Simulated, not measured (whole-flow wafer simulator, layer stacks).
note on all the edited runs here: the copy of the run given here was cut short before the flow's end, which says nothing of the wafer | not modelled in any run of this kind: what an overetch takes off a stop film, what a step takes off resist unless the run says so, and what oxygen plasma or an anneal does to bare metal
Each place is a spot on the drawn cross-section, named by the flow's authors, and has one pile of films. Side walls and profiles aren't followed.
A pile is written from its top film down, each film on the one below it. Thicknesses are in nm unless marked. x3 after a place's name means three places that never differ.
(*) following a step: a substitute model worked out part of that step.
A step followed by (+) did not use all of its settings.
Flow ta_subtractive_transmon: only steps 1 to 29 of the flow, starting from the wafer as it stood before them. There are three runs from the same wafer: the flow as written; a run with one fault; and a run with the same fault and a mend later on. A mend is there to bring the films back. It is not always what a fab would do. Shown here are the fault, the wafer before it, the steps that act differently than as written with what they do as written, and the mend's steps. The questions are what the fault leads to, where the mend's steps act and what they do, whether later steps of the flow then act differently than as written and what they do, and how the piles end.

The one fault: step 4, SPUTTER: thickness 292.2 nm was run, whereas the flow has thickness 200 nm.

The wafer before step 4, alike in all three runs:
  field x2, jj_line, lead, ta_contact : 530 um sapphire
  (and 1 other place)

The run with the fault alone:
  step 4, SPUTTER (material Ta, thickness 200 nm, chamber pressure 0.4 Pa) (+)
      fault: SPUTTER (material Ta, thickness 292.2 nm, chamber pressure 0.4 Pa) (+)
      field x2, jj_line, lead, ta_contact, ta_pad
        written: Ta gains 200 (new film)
        fault: Ta gains 292.2 (new film)
  Later steps of the flow acting differently than as written (not shown: 3 more steps that differ only slightly, by at most 2% or 0.5 nm, whichever is larger):
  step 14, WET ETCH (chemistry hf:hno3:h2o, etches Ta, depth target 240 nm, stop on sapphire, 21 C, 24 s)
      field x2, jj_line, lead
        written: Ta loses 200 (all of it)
        fault: Ta loses 240
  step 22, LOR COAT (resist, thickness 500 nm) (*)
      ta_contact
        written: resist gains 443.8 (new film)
        fault: resist gains 433.7 (new film)
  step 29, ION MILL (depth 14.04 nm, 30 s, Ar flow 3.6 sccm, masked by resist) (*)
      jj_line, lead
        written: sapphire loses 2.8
        fault: Ta loses 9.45
  By the end, the piles at field x2, jj_line, lead, ta_contact, ta_pad depart from the flow's by more than 2% or 0.5 nm, whichever is larger.
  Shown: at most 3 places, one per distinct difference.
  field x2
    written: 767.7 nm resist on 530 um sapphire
    fault: 767.7 nm resist on 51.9 nm Ta on 530 um sapphire
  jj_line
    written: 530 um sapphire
    fault: 42.5 nm Ta on 530 um sapphire
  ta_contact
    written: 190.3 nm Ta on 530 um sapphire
    fault: 282.5 nm Ta on 530 um sapphire

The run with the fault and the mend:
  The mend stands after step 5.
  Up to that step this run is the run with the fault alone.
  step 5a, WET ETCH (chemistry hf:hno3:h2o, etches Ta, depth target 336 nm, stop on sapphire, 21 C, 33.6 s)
      field x2, jj_line, lead, ta_contact, ta_pad
        Ta loses 292.2 (all of it)
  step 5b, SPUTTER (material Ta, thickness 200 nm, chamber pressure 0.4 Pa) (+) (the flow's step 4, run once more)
      field x2, jj_line, lead, ta_contact, ta_pad
        Ta gains 200 (new film)
  Every later step of the flow that is run acts as written at every place that is followed.
  The piles end the same as the flow's at every place that both follow.
